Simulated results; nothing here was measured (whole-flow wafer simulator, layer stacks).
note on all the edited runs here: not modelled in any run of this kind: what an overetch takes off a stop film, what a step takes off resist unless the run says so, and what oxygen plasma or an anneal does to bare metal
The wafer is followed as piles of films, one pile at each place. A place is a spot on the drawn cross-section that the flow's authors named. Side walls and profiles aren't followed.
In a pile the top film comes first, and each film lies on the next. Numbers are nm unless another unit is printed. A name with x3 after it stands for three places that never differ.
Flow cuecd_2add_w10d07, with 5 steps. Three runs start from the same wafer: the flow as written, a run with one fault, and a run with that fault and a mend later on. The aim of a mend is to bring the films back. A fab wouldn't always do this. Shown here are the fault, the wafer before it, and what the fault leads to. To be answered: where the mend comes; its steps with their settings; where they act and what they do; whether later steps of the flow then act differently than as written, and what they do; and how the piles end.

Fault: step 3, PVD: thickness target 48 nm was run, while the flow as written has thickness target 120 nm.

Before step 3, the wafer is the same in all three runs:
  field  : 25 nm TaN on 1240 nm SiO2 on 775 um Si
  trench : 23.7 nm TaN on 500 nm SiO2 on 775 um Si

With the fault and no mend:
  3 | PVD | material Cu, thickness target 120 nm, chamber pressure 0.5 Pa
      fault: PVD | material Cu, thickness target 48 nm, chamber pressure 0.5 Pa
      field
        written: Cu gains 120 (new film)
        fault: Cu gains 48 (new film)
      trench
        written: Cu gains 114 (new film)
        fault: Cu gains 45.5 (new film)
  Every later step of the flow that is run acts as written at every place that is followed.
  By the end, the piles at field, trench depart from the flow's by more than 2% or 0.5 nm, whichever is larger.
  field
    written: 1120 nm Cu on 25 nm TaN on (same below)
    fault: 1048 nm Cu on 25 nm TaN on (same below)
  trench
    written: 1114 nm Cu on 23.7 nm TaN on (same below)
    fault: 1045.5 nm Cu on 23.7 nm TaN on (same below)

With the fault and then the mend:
  The mend stands after step 3.
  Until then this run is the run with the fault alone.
  3a | PVD | material Cu, thickness target 72 nm, chamber pressure 0.5 Pa (the flow's step 3, run once more with other settings)
      field
        Cu gains 72
      trench
        Cu gains 68.3
  Every later step of the flow that is run acts as written at every place that is followed.
  When the end is reached, the piles differ only a little from the flow's at the places that both follow, at most by 2% or 0.5 nm, whichever is larger.
